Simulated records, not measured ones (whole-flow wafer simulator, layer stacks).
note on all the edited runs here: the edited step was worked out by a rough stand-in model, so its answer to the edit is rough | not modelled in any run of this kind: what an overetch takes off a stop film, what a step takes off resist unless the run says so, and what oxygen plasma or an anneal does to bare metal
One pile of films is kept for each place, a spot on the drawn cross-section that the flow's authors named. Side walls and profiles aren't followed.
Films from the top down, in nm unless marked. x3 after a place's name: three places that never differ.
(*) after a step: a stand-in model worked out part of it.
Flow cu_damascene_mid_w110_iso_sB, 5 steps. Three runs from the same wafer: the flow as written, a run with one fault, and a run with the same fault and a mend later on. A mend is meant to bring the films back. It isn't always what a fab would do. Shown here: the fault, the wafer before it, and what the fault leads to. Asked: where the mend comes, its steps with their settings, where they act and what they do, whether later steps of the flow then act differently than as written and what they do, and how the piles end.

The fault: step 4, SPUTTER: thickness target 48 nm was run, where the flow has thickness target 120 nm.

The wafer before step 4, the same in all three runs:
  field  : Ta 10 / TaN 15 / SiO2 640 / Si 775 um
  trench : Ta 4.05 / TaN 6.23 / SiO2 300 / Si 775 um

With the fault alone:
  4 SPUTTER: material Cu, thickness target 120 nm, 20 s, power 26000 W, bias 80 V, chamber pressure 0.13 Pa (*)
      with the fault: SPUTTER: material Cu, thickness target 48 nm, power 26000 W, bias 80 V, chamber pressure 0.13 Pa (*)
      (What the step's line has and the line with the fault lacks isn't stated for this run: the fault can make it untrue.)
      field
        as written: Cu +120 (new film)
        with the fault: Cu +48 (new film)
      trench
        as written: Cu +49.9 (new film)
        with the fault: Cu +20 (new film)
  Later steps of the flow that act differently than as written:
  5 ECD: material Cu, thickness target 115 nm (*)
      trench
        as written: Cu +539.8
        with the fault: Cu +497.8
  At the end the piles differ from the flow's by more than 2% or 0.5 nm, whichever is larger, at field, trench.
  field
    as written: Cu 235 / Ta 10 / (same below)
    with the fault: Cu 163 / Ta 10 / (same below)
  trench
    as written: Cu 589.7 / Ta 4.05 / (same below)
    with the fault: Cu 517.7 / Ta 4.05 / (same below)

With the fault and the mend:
  The mend comes after step 4.
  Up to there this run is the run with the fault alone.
  4a SPUTTER: material Cu, thickness target 72 nm, power 26000 W, bias 80 V, chamber pressure 0.13 Pa (*) (the flow's step 4 once more, with other settings)
      field
        Cu +72
      trench
        Cu +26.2
  No later step of the flow acts differently than as written, at any place that is followed, by more than 2% or 0.5 nm, whichever is larger.
  At the end the piles are the same as the flow's at every place that both follow.
